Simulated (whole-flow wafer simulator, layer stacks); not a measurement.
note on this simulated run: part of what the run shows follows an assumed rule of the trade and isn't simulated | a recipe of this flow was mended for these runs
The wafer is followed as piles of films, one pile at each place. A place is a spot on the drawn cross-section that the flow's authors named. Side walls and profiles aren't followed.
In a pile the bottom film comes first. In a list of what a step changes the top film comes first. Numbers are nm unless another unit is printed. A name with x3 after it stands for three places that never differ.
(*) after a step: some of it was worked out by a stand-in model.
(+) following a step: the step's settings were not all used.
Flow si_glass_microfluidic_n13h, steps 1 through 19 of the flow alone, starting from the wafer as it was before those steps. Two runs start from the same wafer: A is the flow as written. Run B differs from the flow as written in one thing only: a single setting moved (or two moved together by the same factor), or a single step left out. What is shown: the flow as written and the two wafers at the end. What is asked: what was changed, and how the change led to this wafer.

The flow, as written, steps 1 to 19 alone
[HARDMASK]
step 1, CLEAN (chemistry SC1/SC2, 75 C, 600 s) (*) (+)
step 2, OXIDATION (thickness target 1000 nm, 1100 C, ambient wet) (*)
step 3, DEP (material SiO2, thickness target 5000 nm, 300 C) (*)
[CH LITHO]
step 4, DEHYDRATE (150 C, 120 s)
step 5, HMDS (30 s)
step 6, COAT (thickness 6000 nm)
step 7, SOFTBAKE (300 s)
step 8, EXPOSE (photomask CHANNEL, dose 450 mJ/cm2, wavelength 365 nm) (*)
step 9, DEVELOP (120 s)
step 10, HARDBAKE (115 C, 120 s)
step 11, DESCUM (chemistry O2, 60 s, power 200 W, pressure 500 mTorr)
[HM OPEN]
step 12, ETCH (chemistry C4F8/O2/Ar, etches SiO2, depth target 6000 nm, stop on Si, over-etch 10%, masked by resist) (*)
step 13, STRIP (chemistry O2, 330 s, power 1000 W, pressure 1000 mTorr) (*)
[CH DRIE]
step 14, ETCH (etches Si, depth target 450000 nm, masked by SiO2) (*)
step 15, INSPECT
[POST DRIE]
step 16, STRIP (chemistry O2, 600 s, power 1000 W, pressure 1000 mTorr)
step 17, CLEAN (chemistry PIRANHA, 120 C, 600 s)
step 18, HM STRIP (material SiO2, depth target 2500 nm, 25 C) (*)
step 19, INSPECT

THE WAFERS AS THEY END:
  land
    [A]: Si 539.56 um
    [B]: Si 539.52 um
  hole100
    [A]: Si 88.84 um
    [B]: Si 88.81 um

Cause: step 2, OXIDATION: thickness target 1082 nm was run, while the flow as written has thickness target 1000 nm.

Step by step, how the change led to this:
  step 2, OXIDATION (thickness target 1000 nm, 1100 C, ambient wet) (*)
      land, hole100: A +1000 SiO2 (new film), -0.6 chemical SiO2 (all of it), -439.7 Si | B +1082 SiO2 (new film), -0.6 chemical SiO2 (all of it), -475.8 Si
  step 12, ETCH (chemistry C4F8/O2/Ar, etches SiO2, depth target 6000 nm, stop on Si, over-etch 10%, masked by resist) (*)
      hole100: A -6000 SiO2 (all of it), -75 Si | B -6082 SiO2 (all of it), -64.8 Si
  step 18, HM STRIP (material SiO2, depth target 2500 nm, 25 C) (*)
      land: A -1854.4 SiO2 (all of it) | B -1936.2 SiO2 (all of it)
